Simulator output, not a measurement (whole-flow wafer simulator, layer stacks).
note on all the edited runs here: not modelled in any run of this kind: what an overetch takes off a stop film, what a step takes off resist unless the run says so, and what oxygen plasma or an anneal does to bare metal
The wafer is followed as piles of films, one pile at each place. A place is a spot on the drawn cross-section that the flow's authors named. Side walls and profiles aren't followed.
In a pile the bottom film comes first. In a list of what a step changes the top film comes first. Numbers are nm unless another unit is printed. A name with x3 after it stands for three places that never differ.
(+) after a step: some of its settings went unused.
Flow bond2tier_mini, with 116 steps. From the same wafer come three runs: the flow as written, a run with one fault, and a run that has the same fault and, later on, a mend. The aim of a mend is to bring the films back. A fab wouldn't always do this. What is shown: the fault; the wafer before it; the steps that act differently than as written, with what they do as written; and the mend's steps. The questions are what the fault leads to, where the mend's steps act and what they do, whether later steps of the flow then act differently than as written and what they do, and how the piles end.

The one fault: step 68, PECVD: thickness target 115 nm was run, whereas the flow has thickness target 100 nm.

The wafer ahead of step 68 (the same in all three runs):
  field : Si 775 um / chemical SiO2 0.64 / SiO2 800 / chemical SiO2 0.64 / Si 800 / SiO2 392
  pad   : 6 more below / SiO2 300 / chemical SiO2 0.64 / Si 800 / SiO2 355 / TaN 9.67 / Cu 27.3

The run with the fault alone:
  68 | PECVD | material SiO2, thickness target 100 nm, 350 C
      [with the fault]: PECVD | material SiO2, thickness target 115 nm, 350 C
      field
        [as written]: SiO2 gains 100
        [with the fault]: SiO2 gains 115
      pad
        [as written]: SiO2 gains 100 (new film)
        [with the fault]: SiO2 gains 115 (new film)
  Later steps of the flow acting differently than as written:
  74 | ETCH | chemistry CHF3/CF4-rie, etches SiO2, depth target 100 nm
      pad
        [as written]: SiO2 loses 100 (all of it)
        [with the fault]: SiO2 loses 100
  At pad, the piles at the end differ from the flow's by more than 2% or 0.5 nm, whichever is larger.
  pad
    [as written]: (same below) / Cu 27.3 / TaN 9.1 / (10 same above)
    [with the fault]: (same below) / Cu 27.3 / SiO2 15 / TaN 9.1 / (10 same above)

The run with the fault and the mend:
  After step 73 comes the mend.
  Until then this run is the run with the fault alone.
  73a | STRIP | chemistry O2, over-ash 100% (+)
      field
        KrF resist loses 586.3 (all of it)
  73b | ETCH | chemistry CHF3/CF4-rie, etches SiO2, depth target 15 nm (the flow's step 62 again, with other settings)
      field, pad
        SiO2 loses 15
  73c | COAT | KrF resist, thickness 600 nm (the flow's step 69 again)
      field, pad
        KrF resist gains 600 (new film)
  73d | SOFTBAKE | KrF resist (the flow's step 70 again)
      alters no film at any place that is followed
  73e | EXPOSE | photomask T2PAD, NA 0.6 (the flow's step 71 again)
      alters no film at any place that is followed
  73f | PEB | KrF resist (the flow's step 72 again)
      alters no film at any place that is followed
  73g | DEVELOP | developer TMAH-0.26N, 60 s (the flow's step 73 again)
      field
        KrF resist loses 13.7
      pad
        KrF resist loses 600 (all of it)
  None of the later steps of the flow acts differently than as written at any place that is followed.
  By the end, the piles equal the flow's at every place that both follow.
